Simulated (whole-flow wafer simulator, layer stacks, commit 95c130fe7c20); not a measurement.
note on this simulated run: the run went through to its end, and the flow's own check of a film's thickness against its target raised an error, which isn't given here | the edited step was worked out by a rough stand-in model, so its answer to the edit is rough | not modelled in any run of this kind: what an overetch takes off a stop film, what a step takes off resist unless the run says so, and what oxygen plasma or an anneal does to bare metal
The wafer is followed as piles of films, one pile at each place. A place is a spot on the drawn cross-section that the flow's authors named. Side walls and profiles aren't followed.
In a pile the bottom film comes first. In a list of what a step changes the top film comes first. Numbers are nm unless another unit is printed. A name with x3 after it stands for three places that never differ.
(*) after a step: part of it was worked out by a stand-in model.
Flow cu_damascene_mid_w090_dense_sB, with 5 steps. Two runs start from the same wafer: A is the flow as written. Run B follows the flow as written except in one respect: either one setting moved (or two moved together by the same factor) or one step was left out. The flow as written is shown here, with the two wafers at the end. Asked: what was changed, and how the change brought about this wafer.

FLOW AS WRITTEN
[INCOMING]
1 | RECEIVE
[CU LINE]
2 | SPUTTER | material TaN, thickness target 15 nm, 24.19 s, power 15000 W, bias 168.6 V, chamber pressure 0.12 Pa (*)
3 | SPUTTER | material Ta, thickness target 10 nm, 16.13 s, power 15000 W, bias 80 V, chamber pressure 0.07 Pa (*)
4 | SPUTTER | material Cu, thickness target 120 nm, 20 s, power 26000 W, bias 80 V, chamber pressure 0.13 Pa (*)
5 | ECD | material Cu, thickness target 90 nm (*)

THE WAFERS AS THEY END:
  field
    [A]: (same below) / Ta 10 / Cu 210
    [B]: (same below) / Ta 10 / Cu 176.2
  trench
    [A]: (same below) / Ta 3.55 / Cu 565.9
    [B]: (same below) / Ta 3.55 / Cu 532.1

What caused this: step 5, ECD: thickness target 56.2 nm was run, though the flow has thickness target 90 nm.

How this came from the change, step by step:
  5 | ECD | material Cu, thickness target 90 nm (*)
      field: A Cu gains 90 | B Cu gains 56.2
      trench: A Cu gains 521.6 | B Cu gains 487.8
